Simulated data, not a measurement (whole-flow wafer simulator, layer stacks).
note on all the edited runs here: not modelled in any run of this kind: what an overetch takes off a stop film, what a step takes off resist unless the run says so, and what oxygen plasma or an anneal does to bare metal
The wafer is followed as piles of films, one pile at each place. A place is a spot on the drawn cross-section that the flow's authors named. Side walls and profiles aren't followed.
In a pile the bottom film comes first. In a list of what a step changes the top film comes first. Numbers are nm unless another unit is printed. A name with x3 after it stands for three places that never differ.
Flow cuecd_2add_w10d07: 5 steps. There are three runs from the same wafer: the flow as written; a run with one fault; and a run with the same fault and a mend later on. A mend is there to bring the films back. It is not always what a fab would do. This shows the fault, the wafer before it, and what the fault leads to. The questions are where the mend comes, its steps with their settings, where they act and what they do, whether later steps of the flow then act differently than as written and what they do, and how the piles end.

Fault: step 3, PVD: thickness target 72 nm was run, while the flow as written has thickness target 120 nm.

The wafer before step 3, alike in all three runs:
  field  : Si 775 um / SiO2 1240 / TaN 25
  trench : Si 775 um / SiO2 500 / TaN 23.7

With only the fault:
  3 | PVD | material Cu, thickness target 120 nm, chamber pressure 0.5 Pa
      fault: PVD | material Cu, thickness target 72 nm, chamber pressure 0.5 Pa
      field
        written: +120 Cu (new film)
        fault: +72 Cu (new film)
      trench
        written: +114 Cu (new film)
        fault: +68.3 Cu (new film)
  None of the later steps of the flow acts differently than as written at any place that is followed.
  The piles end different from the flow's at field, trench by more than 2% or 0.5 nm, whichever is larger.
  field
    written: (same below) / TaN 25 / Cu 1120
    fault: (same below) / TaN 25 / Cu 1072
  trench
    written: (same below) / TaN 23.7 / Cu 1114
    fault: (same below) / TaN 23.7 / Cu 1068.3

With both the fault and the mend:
  The mend stands after step 3.
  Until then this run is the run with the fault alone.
  3a | PVD | material Cu, thickness target 48 nm, chamber pressure 0.5 Pa (the flow's step 3 again, with other settings)
      field
        +48 Cu
      trench
        +45.5 Cu
  None of the later steps of the flow acts differently than as written at any place that is followed.
  When the end is reached, the piles differ only a little from the flow's at the places that both follow, at most by 2% or 0.5 nm, whichever is larger.
